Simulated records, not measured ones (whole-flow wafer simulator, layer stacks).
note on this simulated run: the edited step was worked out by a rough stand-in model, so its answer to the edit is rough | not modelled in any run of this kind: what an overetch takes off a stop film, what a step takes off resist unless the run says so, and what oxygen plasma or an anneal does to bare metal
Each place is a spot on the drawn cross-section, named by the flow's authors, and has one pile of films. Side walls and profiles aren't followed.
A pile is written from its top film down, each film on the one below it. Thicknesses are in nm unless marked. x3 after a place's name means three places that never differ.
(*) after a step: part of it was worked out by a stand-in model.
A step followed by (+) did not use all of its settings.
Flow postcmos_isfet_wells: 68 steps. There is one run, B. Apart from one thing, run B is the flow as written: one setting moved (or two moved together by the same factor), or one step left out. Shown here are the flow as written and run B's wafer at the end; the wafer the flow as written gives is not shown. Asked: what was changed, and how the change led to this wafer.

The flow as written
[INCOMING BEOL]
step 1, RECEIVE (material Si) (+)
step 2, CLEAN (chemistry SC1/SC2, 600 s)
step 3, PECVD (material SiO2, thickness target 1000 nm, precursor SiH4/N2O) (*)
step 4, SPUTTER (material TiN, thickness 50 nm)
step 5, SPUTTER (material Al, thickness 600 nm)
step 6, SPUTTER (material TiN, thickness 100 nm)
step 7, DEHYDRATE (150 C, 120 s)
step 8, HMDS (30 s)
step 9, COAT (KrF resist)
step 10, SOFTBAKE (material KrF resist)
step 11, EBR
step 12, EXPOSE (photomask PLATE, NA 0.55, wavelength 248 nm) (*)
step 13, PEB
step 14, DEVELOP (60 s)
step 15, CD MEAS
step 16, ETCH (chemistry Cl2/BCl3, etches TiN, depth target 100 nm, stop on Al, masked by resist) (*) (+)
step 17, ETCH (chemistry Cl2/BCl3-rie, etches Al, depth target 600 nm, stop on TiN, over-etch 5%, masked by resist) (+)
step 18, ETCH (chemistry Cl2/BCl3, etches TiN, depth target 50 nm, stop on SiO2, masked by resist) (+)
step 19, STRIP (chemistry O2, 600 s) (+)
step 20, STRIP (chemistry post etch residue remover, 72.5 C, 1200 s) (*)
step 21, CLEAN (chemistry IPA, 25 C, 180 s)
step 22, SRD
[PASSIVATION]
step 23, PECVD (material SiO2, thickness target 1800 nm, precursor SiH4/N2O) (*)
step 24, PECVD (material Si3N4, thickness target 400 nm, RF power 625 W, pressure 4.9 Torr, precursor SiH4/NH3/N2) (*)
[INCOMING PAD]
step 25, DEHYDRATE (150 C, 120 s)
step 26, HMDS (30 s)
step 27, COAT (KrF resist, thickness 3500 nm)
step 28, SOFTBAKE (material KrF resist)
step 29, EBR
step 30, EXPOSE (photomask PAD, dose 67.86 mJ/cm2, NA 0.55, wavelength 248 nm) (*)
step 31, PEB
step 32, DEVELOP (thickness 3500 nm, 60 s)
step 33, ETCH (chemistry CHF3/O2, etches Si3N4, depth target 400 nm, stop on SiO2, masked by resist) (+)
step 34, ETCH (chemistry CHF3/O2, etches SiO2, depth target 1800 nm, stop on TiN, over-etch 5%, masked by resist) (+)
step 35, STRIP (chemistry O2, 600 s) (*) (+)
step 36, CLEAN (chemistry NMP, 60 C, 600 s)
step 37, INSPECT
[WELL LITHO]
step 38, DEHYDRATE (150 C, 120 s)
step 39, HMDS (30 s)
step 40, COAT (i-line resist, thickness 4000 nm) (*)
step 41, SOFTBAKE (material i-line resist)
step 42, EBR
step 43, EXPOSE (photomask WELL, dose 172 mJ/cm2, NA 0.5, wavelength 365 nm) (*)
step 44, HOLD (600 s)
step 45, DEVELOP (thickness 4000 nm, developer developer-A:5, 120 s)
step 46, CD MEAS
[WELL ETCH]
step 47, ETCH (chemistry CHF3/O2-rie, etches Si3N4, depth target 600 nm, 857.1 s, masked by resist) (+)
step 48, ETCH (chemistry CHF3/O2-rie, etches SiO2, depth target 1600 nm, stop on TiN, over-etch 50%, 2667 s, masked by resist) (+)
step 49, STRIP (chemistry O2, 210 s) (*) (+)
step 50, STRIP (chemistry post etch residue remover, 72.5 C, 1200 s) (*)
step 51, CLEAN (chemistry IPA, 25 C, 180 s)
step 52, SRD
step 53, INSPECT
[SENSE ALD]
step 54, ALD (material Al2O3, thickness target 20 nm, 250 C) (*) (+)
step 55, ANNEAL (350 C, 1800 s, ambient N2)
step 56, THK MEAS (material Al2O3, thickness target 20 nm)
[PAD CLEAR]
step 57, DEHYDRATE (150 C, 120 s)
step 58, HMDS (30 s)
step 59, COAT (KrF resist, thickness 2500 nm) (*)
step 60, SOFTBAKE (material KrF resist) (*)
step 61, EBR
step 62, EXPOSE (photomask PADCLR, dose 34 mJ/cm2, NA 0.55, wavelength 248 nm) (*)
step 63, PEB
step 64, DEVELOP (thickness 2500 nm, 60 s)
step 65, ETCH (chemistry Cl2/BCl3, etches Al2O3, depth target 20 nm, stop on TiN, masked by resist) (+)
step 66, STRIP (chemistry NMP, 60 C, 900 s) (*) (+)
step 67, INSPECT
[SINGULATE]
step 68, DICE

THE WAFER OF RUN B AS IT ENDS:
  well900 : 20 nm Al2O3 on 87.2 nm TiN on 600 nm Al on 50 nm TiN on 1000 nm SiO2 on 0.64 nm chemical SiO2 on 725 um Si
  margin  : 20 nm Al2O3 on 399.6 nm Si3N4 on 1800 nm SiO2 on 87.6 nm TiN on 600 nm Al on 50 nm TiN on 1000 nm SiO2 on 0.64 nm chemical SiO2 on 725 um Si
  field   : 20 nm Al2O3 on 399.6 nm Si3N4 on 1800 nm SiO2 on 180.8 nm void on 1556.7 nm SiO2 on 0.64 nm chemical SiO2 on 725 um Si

What caused this: step 6, SPUTTER: thickness 88 nm was run, though the flow has thickness 100 nm; step 16, ETCH: depth target 88 nm was run, where the flow has depth target 100 nm.

The path from the change to this, step by step:
  step 6, SPUTTER (material TiN, thickness 100 nm)
      field, margin, well900 and 6 more: TiN gains 88 (new film) (as written it would have been: TiN gains 100 (new film))
  step 16, ETCH (chemistry Cl2/BCl3, etches TiN, depth target 100 nm, stop on Al, masked by resist) (*) (+)
      margin, well900, well1300, well2000, well3000, pad_rim, pad_clr, pad_open: KrF resist loses 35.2 (as written it would have been: KrF resist loses 40)
      field: TiN loses 88 (all of it) (as written it would have been: TiN loses 100 (all of it))
  step 23, PECVD (material SiO2, thickness target 1800 nm, precursor SiH4/N2O) (*)
      field: SiO2 gains 1800 (new film), void gains 180.8 (new film), SiO2 gains 556.7 (as written it would have been: SiO2 gains 1800 (new film), void gains 189.9 (new film), SiO2 gains 559.7)
